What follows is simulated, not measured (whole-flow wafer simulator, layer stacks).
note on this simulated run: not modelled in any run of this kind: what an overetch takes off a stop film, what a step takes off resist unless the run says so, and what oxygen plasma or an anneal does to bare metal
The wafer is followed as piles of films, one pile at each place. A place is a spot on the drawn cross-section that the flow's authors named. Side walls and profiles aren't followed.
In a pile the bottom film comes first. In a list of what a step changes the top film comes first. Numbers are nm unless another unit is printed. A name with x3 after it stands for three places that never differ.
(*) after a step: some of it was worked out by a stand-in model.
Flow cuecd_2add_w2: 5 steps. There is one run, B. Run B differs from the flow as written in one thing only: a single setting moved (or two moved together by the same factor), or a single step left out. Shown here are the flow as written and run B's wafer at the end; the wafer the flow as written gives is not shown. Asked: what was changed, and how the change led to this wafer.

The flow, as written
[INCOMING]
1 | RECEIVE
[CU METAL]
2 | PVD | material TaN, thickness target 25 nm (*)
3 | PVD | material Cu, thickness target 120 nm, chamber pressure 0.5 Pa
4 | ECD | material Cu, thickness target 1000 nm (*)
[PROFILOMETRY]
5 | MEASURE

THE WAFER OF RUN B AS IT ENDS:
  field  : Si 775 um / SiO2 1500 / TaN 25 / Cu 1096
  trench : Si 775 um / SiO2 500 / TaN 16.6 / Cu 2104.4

The reason: step 3, PVD: thickness target 96 nm was run, whereas the flow has thickness target 120 nm.

The path from the change to this, step by step:
  3 | PVD | material Cu, thickness target 120 nm, chamber pressure 0.5 Pa
      field: Cu gains 96 (new film) (as written it would have been: Cu gains 120 (new film))
      trench: Cu gains 64.7 (new film) (as written it would have been: Cu gains 80.8 (new film))
